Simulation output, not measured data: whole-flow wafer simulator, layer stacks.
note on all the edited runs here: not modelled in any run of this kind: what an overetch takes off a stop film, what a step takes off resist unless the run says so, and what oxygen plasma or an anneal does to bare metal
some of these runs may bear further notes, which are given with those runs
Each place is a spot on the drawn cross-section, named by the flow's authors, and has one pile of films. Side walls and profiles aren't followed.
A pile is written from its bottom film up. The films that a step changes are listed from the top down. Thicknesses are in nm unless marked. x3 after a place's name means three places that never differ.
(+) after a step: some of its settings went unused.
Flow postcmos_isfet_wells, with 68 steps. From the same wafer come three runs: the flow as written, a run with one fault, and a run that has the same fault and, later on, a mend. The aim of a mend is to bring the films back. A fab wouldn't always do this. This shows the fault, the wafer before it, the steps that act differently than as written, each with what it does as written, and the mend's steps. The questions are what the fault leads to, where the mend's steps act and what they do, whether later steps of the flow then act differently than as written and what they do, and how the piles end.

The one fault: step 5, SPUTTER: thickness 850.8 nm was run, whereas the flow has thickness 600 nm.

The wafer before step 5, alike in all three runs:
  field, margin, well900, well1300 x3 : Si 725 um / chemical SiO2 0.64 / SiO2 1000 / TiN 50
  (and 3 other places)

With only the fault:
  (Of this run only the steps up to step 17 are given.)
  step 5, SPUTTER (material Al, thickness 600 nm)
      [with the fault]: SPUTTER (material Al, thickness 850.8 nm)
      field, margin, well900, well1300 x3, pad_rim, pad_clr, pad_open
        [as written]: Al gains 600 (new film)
        [with the fault]: Al gains 850.8 (new film)
  Steps later in the flow that act otherwise than as written:
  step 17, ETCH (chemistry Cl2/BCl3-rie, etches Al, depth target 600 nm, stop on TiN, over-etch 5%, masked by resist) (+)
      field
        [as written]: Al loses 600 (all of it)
        [with the fault]: Al loses 600
  The piles after step 17 differ from the flow's at field, margin, well900, well1300 x3, pad_rim, pad_clr, pad_open by more than 2% or 0.5 nm, whichever is larger.
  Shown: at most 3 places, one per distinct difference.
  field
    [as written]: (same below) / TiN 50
    [with the fault]: (same below) / TiN 50 / Al 250.8
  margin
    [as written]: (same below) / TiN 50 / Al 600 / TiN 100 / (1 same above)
    [with the fault]: (same below) / TiN 50 / Al 850.8 / TiN 100 / (1 same above)

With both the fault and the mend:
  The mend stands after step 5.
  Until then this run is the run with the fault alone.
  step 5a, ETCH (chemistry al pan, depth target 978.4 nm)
      field, margin, well900, well1300 x3, pad_rim, pad_clr, pad_open
        Al loses 850.8 (all of it)
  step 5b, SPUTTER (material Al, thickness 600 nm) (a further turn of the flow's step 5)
      field, margin, well900, well1300 x3, pad_rim, pad_clr, pad_open
        Al gains 600 (new film)
  Later steps of the flow that are run all act as written at every place that is followed.
  At every place that both follow, the piles at the end match the flow's.
